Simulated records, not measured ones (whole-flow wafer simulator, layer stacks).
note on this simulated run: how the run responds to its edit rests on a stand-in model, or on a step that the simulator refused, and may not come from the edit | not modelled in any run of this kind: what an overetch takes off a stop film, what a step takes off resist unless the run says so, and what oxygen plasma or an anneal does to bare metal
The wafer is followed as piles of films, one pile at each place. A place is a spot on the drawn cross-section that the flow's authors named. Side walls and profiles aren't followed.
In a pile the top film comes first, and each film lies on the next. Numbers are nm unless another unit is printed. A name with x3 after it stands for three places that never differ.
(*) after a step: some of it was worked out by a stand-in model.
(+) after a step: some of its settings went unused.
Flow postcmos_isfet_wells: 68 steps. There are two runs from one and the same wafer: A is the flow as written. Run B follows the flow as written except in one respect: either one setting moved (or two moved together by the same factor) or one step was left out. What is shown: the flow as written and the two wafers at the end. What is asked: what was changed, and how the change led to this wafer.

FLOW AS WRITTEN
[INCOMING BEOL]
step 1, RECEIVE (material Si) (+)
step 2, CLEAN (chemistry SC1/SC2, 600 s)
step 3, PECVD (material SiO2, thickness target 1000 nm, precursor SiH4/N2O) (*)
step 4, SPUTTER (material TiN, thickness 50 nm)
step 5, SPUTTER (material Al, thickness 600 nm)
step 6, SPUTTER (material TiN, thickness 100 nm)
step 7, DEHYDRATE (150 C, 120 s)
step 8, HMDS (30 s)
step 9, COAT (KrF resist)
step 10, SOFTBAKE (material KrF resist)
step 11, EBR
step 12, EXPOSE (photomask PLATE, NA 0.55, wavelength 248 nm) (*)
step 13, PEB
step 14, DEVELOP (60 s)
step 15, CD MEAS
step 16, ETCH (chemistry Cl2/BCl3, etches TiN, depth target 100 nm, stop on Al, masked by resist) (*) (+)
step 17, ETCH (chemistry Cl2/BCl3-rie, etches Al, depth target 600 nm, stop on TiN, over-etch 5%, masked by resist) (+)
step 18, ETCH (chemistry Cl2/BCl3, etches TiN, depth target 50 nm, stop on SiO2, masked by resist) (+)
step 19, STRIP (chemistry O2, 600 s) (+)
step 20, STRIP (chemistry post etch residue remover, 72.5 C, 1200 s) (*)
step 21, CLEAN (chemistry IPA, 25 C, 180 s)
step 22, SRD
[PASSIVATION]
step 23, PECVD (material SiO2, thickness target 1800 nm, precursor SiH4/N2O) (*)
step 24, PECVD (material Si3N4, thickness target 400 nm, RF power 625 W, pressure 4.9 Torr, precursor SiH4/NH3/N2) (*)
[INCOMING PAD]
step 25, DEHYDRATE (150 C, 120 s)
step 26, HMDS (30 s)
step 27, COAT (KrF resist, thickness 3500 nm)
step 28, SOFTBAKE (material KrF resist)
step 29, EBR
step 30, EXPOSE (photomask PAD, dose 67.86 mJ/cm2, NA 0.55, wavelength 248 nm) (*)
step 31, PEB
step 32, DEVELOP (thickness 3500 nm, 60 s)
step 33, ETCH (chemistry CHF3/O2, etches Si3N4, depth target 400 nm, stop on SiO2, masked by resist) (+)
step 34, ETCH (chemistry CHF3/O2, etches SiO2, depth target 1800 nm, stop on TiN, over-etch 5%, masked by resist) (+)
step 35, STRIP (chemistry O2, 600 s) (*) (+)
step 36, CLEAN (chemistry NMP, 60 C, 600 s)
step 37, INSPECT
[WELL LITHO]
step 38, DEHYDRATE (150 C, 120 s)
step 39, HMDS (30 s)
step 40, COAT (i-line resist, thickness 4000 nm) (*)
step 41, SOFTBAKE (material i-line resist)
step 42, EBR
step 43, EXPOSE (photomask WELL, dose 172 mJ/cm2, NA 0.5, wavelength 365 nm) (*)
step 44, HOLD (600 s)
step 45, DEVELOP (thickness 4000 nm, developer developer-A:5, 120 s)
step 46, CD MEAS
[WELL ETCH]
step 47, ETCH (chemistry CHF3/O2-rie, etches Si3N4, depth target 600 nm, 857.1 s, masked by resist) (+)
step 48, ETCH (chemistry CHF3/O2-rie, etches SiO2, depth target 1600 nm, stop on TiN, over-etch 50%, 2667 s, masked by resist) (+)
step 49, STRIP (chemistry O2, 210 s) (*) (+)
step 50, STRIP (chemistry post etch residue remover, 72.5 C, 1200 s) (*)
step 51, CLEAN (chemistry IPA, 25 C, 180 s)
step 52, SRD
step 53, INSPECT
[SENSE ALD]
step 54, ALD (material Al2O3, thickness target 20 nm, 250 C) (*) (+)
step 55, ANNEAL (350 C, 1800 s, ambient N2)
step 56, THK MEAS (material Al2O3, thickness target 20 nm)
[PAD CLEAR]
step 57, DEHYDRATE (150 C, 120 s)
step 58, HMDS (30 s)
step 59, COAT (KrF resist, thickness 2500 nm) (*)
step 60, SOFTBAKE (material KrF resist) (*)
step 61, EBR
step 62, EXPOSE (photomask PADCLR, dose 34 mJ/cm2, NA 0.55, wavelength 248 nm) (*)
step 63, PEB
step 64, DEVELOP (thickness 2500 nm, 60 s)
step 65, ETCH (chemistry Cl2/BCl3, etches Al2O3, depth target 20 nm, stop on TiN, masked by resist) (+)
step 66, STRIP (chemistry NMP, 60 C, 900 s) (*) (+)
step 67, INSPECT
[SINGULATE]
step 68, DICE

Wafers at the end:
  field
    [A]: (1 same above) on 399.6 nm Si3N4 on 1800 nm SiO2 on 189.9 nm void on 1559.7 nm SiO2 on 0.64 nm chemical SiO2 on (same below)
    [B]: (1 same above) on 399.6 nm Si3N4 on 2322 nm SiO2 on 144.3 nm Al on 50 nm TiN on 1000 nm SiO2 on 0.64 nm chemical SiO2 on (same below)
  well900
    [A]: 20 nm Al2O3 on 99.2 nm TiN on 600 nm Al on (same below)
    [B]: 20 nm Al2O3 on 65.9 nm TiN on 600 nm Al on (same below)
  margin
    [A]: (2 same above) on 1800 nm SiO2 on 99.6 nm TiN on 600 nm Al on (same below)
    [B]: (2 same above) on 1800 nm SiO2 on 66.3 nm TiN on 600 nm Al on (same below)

What caused this: step 6, SPUTTER: thickness 66.7 nm was run, while the flow as written has thickness 100 nm; step 17, ETCH: depth target 400 nm was run, where the flow has depth target 600 nm.

Step by step, how the change led to this:
  step 6, SPUTTER (material TiN, thickness 100 nm)
      field, margin, well900 and 6 more: A TiN gains 100 (new film) | B TiN gains 66.7 (new film)
  step 16, ETCH (chemistry Cl2/BCl3, etches TiN, depth target 100 nm, stop on Al, masked by resist) (*) (+)
      field: A TiN loses 100 (all of it) | B TiN loses 66.7 (all of it)
  step 17, ETCH (chemistry Cl2/BCl3-rie, etches Al, depth target 600 nm, stop on TiN, over-etch 5%, masked by resist) (+)
      field: A Al loses 600 (all of it) | B Al loses 400
      margin, well900, well1300, well2000, well3000, pad_rim, pad_clr, pad_open: A KrF resist loses 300 | B KrF resist loses 200
  step 18, ETCH (chemistry Cl2/BCl3, etches TiN, depth target 50 nm, stop on SiO2, masked by resist) (+)
      field: A TiN loses 50 (all of it) | B Al loses 50
  step 19, STRIP (chemistry O2, 600 s) (+)
      margin, well900, well1300, well2000, well3000, pad_rim, pad_clr, pad_open: A KrF resist loses 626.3 (all of it) | B KrF resist loses 726.3 (all of it)
  step 20, STRIP (chemistry post etch residue remover, 72.5 C, 1200 s) (*)
      field: A nothing | B Al loses 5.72
  step 23, PECVD (material SiO2, thickness target 1800 nm, precursor SiH4/N2O) (*)
      field: A SiO2 gains 1800 (new film), void gains 189.9 (new film), SiO2 gains 559.7 | B SiO2 gains 2322 (new film)
With metal films that touch counted as one body, field has 1 body; the flow as written gives 0 bodies.
